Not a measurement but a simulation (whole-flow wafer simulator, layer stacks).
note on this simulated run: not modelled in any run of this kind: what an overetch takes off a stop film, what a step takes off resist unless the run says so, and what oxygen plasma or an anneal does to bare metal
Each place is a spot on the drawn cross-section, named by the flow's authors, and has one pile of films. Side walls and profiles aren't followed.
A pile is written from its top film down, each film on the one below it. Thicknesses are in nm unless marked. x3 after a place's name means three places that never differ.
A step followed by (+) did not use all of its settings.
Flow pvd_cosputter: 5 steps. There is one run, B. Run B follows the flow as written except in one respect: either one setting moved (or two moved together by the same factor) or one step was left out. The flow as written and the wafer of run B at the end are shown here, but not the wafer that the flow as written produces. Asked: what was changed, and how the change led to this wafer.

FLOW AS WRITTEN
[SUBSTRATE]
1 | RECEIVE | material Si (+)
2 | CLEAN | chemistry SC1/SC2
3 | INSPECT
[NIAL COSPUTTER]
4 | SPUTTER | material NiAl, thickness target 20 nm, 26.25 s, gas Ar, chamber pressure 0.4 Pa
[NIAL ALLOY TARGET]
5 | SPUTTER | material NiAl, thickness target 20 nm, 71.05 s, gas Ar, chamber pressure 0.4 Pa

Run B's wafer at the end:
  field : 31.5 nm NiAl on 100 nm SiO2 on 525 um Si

The reason: step 5, SPUTTER: thickness target 11.5 nm was run, though the flow has thickness target 20 nm; step 5, SPUTTER: 40.85 s was run, where the flow has 71.05 s.

Step by step, how the change led to this:
  5 | SPUTTER | material NiAl, thickness target 20 nm, 71.05 s, gas Ar, chamber pressure 0.4 Pa
      field: NiAl gains 11.5 (as written it would have been: NiAl gains 20)
